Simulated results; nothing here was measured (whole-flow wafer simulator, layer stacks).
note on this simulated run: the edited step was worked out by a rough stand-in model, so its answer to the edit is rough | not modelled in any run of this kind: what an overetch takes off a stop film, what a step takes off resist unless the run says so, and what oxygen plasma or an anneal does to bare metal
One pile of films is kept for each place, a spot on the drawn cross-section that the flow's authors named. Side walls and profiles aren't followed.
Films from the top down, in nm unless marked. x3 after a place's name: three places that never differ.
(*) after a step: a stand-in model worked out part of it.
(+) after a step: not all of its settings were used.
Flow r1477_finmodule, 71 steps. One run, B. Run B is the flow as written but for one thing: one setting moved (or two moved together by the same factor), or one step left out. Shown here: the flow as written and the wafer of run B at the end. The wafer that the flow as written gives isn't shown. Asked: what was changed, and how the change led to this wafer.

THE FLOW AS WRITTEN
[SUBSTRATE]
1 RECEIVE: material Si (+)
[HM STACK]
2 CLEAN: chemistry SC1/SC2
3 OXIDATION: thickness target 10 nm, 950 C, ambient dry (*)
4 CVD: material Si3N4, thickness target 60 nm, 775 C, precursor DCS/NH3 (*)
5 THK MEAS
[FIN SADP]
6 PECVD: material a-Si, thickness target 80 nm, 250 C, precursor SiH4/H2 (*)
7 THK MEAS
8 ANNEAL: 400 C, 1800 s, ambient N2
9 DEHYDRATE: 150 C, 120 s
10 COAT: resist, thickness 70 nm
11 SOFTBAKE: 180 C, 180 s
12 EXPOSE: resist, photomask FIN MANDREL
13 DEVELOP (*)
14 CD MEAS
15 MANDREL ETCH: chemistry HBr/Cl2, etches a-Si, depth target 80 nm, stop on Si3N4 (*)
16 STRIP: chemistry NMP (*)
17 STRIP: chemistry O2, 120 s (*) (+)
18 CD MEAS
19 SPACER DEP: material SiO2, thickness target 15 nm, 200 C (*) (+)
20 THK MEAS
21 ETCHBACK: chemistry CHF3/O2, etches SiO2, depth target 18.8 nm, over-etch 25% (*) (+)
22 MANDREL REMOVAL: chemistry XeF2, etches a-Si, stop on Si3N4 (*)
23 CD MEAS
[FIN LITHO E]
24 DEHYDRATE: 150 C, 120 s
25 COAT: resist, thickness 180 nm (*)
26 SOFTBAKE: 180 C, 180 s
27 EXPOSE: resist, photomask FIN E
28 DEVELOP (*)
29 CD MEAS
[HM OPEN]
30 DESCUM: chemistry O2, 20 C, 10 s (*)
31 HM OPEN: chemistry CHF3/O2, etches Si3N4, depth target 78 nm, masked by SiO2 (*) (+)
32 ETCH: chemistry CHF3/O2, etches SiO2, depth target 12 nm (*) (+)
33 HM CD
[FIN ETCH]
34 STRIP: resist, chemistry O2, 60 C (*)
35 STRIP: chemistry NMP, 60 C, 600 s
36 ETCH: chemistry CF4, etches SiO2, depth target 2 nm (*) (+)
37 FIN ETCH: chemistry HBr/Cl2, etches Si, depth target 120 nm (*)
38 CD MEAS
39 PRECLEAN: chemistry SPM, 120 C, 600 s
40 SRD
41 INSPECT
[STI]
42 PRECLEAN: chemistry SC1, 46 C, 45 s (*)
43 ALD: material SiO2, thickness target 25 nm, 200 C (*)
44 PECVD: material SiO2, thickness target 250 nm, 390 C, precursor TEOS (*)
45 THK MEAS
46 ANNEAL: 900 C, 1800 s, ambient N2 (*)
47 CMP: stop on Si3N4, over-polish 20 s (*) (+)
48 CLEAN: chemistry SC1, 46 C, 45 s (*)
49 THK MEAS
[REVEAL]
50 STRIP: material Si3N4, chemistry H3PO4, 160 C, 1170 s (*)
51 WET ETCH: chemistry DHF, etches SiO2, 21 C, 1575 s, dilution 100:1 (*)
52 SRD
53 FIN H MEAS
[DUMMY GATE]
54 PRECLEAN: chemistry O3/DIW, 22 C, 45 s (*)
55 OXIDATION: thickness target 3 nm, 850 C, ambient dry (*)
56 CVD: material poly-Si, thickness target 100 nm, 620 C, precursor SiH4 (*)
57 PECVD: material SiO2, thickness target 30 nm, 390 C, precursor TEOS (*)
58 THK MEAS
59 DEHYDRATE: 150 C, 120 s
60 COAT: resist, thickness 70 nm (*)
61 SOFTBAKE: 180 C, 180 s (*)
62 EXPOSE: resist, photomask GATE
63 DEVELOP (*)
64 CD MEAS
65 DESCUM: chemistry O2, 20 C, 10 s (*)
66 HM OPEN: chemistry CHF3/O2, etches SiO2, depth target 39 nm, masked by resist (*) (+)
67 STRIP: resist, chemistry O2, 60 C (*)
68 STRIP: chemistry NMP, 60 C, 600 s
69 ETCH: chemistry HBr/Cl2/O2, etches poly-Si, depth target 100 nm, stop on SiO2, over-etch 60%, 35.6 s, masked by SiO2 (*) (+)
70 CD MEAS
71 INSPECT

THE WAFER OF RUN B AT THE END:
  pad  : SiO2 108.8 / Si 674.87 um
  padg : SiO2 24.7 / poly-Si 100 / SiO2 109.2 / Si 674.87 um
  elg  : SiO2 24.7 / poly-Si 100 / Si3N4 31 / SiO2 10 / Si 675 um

The cause: step 37, FIN ETCH: depth target 126 nm was run, where the flow has depth target 120 nm.

How the change led to this, step by step:
  37 FIN ETCH: chemistry HBr/Cl2, etches Si, depth target 120 nm (*)
      pad, padg, esg and 19 more: Si -126 (as written it would be: Si -120)
      elg, e40lg, e100lg, e200lg, elo, e40lo, e100lo, e200lo: Si3N4 -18 (as written it would be: Si3N4 -17.1)
  43 ALD: material SiO2, thickness target 25 nm, 200 C (*)
      s40cg, s45cg, s50cg, s40co, s45co, s50co: SiO2 +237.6 (new film) (as written it would be: SiO2 +232.1 (new film))
      esg: SiO2 +199.4 (new film) (as written it would be: SiO2 +194.3 (new film))
  47 CMP: stop on Si3N4, over-polish 20 s (*) (+)
      pad, padg, e40sg and 11 more: SiO2 -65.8 (as written it would be: SiO2 -71.8)
      eso: SiO2 -66.4 (as written it would be: SiO2 -72.4)
  51 WET ETCH: chemistry DHF, etches SiO2, 21 C, 1575 s, dilution 100:1 (*)
      elg, e40lg, e100lg, e200lg, elo, e40lo, e100lo, e200lo: SiO2 -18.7 (all of it), Si3N4 -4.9 (as written it would be: SiO2 -17.8 (all of it), Si3N4 -4.97)
